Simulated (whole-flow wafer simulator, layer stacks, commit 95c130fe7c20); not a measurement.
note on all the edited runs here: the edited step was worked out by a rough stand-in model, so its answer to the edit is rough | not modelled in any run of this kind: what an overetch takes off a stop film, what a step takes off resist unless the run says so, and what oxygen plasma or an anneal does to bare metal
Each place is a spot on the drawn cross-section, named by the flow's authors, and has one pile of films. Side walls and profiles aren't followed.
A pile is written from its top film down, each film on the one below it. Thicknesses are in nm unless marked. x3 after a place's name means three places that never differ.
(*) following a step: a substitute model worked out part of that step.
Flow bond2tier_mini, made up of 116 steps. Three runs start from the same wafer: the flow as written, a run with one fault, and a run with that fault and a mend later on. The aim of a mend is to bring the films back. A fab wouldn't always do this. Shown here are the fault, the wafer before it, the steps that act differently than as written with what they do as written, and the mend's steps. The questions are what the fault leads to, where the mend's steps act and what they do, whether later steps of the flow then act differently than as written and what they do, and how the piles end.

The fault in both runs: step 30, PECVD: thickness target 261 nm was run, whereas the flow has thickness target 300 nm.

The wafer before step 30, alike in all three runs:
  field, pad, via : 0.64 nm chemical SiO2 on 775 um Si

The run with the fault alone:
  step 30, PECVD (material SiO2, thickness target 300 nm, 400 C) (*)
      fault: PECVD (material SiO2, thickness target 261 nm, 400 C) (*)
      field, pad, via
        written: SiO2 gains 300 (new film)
        fault: SiO2 gains 261 (new film)
  Every later step of the flow that is run acts as written at every place that is followed.
  By the end, the piles at field, pad depart from the flow's by more than 2% or 0.5 nm, whichever is larger.
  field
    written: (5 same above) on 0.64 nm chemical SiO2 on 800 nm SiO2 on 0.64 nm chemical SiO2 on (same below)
    fault: (5 same above) on 0.64 nm chemical SiO2 on 761 nm SiO2 on 0.64 nm chemical SiO2 on (same below)
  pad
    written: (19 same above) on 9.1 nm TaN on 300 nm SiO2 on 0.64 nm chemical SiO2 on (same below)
    fault: (19 same above) on 9.1 nm TaN on 261 nm SiO2 on 0.64 nm chemical SiO2 on (same below)

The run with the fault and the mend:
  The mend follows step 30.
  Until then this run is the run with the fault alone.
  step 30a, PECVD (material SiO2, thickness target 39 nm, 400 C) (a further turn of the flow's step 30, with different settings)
      field, pad, via
        SiO2 gains 39
  Every later step of the flow that is run acts as written at every place that is followed.
  The piles end the same as the flow's at every place that both follow.
